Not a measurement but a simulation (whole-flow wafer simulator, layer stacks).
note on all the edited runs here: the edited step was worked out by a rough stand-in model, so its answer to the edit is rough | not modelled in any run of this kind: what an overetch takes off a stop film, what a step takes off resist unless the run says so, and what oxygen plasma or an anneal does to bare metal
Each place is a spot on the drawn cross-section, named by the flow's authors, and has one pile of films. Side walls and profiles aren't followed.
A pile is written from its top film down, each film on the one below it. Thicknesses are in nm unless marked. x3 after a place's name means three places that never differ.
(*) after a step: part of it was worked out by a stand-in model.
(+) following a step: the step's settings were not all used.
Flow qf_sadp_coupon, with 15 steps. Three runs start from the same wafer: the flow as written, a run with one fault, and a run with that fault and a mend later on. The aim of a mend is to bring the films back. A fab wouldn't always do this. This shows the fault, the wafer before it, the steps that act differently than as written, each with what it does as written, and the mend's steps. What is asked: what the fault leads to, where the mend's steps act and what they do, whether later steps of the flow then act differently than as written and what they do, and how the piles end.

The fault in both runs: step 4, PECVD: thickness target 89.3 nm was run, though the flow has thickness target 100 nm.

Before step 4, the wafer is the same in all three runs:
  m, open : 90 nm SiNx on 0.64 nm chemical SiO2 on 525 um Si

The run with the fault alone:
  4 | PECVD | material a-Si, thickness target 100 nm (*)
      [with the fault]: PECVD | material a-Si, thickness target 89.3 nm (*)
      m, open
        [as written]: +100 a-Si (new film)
        [with the fault]: +89.3 a-Si (new film)
  Later steps of the flow acting differently than as written:
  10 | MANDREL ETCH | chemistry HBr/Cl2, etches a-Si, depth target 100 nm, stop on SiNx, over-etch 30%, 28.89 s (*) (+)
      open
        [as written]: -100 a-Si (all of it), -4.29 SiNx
        [with the fault]: -89.3 a-Si (all of it), -5.81 SiNx
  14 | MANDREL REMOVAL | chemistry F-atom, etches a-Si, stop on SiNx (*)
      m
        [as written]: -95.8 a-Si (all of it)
        [with the fault]: -85.1 a-Si (all of it)
  At open, the piles at the end differ from the flow's by more than 2% or 0.5 nm, whichever is larger.
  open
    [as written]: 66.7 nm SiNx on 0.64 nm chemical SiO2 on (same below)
    [with the fault]: 65.1 nm SiNx on 0.64 nm chemical SiO2 on (same below)

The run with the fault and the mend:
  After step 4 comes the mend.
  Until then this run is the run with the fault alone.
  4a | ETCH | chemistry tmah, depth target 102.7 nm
      m, open
        -89.3 a-Si (all of it)
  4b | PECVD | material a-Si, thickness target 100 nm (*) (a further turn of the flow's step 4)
      m, open
        +100 a-Si (new film)
  Later steps of the flow that are run all act as written at every place that is followed.
  The piles end the same as the flow's at every place that both follow.
